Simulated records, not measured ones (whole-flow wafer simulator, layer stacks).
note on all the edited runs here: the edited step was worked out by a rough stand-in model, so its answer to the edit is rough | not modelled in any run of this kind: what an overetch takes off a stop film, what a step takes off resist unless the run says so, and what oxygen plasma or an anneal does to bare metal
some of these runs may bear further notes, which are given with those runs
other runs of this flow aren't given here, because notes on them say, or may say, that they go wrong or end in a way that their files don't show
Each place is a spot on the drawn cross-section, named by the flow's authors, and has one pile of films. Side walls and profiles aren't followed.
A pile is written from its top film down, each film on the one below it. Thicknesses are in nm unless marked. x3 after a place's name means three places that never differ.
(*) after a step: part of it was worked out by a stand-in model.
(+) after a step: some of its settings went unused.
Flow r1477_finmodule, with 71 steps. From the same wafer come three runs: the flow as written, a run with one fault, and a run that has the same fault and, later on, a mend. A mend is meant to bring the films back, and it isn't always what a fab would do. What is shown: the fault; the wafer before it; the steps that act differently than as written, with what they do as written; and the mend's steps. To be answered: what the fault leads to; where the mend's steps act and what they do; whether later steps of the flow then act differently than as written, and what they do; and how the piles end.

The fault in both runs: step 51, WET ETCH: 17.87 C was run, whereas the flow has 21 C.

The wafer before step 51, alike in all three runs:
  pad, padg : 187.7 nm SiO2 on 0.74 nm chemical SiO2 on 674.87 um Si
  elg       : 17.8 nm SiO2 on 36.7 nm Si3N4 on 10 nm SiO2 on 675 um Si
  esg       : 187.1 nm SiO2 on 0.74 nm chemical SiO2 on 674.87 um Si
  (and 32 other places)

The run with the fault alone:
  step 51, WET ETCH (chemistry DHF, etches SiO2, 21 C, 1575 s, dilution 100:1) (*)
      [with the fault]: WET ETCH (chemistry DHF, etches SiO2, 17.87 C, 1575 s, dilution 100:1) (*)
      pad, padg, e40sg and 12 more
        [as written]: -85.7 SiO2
        [with the fault]: -75.3 SiO2
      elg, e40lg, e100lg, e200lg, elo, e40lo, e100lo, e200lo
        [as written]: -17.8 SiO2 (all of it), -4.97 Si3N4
        [with the fault]: -17.8 SiO2 (all of it), -3.85 Si3N4
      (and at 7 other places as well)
  Later steps of the flow acting differently than as written (1 other step is not shown; it differs only slightly, by no more than 2% or 0.5 nm, whichever is larger):
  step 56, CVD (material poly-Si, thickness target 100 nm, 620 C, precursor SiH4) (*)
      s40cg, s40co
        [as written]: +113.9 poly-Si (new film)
        [with the fault]: +104.3 poly-Si (new film)
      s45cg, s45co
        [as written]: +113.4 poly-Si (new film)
        [with the fault]: +103.8 poly-Si (new film)
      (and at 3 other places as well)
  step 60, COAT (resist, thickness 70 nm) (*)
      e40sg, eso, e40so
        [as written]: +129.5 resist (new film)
        [with the fault]: +120.7 resist (new film)
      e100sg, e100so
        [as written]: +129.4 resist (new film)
        [with the fault]: +120.6 resist (new film)
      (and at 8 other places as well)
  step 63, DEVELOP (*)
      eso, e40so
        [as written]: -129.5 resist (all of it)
        [with the fault]: -120.7 resist (all of it)
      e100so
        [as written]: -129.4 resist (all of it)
        [with the fault]: -120.6 resist (all of it)
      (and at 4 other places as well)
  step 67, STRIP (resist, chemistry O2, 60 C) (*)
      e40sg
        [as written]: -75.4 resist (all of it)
        [with the fault]: -66.6 resist (all of it)
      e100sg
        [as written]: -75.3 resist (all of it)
        [with the fault]: -66.5 resist (all of it)
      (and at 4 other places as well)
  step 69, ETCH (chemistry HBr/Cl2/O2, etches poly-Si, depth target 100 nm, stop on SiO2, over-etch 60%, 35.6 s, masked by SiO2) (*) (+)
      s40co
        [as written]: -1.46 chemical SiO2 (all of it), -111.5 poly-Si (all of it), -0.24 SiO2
        [with the fault]: -1.41 chemical SiO2 (all of it), -101.9 poly-Si (all of it), -0.29 SiO2
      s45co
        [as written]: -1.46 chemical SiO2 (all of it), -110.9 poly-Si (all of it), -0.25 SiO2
        [with the fault]: -1.41 chemical SiO2 (all of it), -101.4 poly-Si (all of it), -0.29 SiO2
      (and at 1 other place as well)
  The piles end different from the flow's at pad, padg, elg and 27 more by more than 2% or 0.5 nm, whichever is larger.
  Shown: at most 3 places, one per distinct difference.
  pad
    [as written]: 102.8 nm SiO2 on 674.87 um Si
    [with the fault]: 113.2 nm SiO2 on 674.87 um Si
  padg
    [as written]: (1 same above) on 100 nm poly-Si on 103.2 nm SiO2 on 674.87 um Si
    [with the fault]: (1 same above) on 100 nm poly-Si on 113.6 nm SiO2 on 674.87 um Si
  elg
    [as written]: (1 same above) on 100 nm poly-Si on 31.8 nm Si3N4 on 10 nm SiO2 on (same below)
    [with the fault]: (1 same above) on 100 nm poly-Si on 32.9 nm Si3N4 on 10 nm SiO2 on (same below)

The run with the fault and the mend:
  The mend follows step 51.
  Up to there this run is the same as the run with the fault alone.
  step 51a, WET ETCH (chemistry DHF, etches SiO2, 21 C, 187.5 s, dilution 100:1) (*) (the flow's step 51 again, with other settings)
      pad, padg, e40sg and 12 more
        -10.2 SiO2
      elg, e40lg, e100lg, e200lg, elo, e40lo, e100lo, e200lo
        -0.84 Si3N4
      esg, s40cg, s45cg, s50cg, s40co, s45co, s50co
        -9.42 SiO2
  None of the later steps of the flow differs from how it acts as written, at any place that is followed, by more than 2% or 0.5 nm, whichever is larger.
  The piles end only slightly different from the flow's at the places that both follow, by no more than 2% or 0.5 nm, whichever is larger.
